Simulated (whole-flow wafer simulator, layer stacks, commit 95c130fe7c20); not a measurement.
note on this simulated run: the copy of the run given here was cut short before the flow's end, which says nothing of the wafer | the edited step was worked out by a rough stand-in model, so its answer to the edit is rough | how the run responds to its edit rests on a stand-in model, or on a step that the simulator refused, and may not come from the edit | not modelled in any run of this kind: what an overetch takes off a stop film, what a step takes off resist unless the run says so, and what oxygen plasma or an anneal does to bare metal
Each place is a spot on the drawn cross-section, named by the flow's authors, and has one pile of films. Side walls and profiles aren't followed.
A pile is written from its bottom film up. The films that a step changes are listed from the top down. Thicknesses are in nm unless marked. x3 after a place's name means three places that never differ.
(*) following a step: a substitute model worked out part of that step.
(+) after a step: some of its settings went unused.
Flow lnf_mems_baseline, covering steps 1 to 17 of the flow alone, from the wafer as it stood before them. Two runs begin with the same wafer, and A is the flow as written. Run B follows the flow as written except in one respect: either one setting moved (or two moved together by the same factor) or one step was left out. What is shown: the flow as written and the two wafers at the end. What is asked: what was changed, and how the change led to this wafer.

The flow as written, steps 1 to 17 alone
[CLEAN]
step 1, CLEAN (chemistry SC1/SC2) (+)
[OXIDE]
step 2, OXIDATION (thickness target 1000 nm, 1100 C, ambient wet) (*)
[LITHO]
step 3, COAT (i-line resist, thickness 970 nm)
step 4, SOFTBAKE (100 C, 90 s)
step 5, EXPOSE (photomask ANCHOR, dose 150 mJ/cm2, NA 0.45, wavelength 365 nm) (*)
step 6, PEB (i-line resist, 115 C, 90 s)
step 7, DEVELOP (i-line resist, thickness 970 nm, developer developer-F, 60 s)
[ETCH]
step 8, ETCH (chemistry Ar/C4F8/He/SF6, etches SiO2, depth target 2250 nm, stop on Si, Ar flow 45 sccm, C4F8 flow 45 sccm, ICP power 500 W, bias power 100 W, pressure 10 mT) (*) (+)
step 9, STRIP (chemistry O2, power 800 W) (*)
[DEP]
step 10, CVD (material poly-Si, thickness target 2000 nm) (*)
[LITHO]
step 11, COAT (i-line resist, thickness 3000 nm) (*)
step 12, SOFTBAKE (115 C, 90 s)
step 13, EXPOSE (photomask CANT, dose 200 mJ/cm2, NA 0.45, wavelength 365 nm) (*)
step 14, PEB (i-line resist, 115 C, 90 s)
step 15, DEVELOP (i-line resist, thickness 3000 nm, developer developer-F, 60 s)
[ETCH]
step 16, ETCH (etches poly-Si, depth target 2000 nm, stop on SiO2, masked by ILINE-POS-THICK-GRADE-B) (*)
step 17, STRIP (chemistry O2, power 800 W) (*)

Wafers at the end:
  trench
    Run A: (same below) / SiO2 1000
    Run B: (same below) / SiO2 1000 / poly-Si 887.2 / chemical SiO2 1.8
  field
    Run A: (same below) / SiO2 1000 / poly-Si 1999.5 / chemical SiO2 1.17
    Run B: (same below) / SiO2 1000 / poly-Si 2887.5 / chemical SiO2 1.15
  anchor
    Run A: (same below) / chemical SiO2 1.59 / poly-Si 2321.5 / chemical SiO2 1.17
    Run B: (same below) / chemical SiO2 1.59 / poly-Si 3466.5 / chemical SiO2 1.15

Cause: step 10, CVD: thickness target 2888 nm was run, while the flow as written has thickness target 2000 nm.

How this came from the change, step by step:
  step 10, CVD (material poly-Si, thickness target 2000 nm) (*)
      field, beam, trench, char_slit: A +2000 poly-Si (new film) | B +2888 poly-Si (new film)
      anchor: A +2322 poly-Si (new film) | B +3467 poly-Si (new film)
  step 11, COAT (i-line resist, thickness 3000 nm) (*)
      anchor: A +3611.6 i-line resist (new film) | B +3368.4 i-line resist (new film)
  step 12, SOFTBAKE (115 C, 90 s)
      field: A -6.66 i-line resist | B -5.33 i-line resist
      anchor: A +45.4 i-line resist | B +35.6 i-line resist
      (as well as at 2 more places)
  step 14, PEB (i-line resist, 115 C, 90 s)
      anchor: A -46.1 i-line resist | B -41.6 i-line resist
  step 16, ETCH (etches poly-Si, depth target 2000 nm, stop on SiO2, masked by ILINE-POS-THICK-GRADE-B) (*)
      trench, char_slit: A -2000 poly-Si (all of it) | B -2000 poly-Si
  step 17, STRIP (chemistry O2, power 800 W) (*)
      trench, char_slit: A nothing | B +1.8 chemical SiO2 (new film), -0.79 poly-Si
      anchor: A +1.17 chemical SiO2 (new film), -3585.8 i-line resist (all of it), -0.52 poly-Si | B +1.15 chemical SiO2 (new film), -3337.2 i-line resist (all of it), -0.51 poly-Si
